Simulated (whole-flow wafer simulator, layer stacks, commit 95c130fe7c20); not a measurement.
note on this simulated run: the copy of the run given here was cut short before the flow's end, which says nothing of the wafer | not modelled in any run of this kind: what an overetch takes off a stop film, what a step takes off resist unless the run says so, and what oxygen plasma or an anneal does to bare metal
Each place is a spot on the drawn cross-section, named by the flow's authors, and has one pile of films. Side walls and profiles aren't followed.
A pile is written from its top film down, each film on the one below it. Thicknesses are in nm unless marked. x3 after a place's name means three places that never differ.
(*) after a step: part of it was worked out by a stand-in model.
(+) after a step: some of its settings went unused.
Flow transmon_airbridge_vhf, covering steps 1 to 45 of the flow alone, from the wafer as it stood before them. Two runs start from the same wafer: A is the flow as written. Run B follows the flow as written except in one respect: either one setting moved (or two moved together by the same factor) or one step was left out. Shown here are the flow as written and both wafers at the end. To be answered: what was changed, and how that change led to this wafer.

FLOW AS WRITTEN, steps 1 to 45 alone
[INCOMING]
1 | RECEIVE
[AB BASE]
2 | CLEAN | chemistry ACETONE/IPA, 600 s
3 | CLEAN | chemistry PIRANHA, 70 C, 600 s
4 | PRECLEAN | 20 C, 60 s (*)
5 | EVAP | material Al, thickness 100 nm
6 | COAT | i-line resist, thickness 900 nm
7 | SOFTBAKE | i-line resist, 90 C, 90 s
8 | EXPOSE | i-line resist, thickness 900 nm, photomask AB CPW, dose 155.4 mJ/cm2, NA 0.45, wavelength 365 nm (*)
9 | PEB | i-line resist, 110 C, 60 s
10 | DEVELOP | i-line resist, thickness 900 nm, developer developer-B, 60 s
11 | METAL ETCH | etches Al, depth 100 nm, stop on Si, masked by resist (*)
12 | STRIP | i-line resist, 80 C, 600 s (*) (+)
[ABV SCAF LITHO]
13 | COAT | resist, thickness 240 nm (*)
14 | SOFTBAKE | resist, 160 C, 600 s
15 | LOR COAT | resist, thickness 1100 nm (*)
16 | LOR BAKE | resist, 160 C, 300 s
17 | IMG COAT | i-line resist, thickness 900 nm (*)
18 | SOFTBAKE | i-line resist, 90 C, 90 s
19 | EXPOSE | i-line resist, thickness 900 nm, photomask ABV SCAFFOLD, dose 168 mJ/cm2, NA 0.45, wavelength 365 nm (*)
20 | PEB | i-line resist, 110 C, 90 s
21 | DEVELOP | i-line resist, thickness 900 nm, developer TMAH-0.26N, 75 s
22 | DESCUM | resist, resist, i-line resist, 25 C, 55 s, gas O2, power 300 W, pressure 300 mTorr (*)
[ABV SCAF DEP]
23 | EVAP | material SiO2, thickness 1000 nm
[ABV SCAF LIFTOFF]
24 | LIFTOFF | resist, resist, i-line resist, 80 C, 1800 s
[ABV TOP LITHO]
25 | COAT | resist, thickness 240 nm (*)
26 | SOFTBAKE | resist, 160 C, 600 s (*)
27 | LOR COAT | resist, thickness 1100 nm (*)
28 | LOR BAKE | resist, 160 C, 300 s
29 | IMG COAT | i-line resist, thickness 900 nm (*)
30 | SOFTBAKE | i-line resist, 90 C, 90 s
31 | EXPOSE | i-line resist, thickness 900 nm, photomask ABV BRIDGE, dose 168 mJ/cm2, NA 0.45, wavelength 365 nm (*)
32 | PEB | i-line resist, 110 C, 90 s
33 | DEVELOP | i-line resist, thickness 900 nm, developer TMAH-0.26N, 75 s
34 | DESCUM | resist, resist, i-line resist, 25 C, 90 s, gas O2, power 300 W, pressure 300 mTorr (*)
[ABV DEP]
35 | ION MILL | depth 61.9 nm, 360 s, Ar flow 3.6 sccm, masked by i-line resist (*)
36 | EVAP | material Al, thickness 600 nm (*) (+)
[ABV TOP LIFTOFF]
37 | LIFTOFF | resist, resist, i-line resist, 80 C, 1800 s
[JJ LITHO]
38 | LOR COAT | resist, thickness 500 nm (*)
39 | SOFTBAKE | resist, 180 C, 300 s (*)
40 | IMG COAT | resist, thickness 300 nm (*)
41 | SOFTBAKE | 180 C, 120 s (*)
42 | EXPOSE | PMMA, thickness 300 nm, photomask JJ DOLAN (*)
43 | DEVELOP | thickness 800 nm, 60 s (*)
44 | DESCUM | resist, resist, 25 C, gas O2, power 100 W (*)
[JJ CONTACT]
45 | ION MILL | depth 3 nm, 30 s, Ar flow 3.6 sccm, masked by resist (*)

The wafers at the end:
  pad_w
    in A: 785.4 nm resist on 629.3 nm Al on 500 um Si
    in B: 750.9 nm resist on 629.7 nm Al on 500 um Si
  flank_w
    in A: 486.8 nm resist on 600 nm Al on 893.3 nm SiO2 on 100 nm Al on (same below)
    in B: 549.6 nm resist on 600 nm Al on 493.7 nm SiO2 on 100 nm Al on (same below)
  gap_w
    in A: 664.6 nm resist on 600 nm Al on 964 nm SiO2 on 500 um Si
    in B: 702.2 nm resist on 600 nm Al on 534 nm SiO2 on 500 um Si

The reason: step 23, EVAP: thickness 570 nm was run, though the flow has thickness 1000 nm.

Step by step, how the change led to this:
  23 | EVAP | material SiO2, thickness 1000 nm
      field x3, jj_line, ground_far and 10 more: A +1000 SiO2 (new film) | B +570 SiO2 (new film)
      flank_w, flank_e: A +929.3 SiO2 (new film) | B +529.7 SiO2 (new film)
  24 | LIFTOFF | resist, resist, i-line resist, 80 C, 1800 s
      field x3, jj_line, trace_open_s x2: A -1000 SiO2 (all of it), -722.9 i-line resist (all of it), -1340 resist (all of it) | B -570 SiO2 (all of it), -722.9 i-line resist (all of it), -1340 resist (all of it)
      pad_w, pad_e: A -1000 SiO2 (all of it), -718 i-line resist (all of it), -1330.2 resist (all of it) | B -570 SiO2 (all of it), -718 i-line resist (all of it), -1330.2 resist (all of it)
      (also at 1 further place)
  25 | COAT | resist, thickness 240 nm (*)
      flank_w, flank_e: A +152.6 resist (new film) | B +168.2 resist (new film)
      gap_w, gap_e: A +210.7 resist (new film) | B +228.9 resist (new film)
      (also at 6 further places)
  27 | LOR COAT | resist, thickness 1100 nm (*)
      gap_w, gap_e: A +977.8 resist | B +1038.6 resist
      margin_s, margin_n: A +823.4 resist | B +932 resist
      (also at 6 further places)
  29 | IMG COAT | i-line resist, thickness 900 nm (*)
      gap_w, gap_e: A +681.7 i-line resist (new film) | B +787 i-line resist (new film)
      margin_s, margin_n: A +603.2 i-line resist (new film) | B +738.2 i-line resist (new film)
      (also at 7 further places)
  32 | PEB | i-line resist, 110 C, 90 s
      pad_w, pad_e: A -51 i-line resist | B -48.9 i-line resist
      flank_w, flank_e: A -38.3 i-line resist | B -42.5 i-line resist
      (also at 7 further places)
  33 | DEVELOP | i-line resist, thickness 900 nm, developer TMAH-0.26N, 75 s
      gap_w, gap_e: A -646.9 i-line resist (all of it), -977.8 resist | B -746.7 i-line resist (all of it), -1038.6 resist
      pad_w: A -937.2 i-line resist (all of it), -1247.8 resist | B -899.9 i-line resist (all of it), -1180.2 resist
      (also at 5 further places)
  34 | DESCUM | resist, resist, i-line resist, 25 C, 90 s, gas O2, power 300 W, pressure 300 mTorr (*)
      flank_w, flank_e: A -152.6 resist (all of it) | B -168.2 resist (all of it)
      gap_w, gap_e: A -210.7 resist (all of it) | B -228.9 resist (all of it)
      (also at 4 further places)
  37 | LIFTOFF | resist, resist, i-line resist, 80 C, 1800 s
      margin_s, margin_n: A -600 Al (all of it), -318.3 i-line resist (all of it), -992 resist (all of it) | B -600 Al (all of it), -446.3 i-line resist (all of it), -1125.4 resist (all of it)
      ground_far: A -600 Al (all of it), -717.9 i-line resist (all of it), -1384.9 resist (all of it) | B -600 Al (all of it), -664.2 i-line resist (all of it), -1368.9 resist (all of it)
  38 | LOR COAT | resist, thickness 500 nm (*)
      pad_w, pad_e: A +517 resist (new film) | B +493.9 resist (new film)
      flank_w, flank_e: A +306.5 resist (new film) | B +359 resist (new film)
      (also at 6 further places)
  40 | IMG COAT | resist, thickness 300 nm (*)
      pad_w, pad_e: A +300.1 resist | B +288.8 resist
      flank_w, flank_e: A +212.1 resist | B +222.3 resist
      (also at 6 further places)
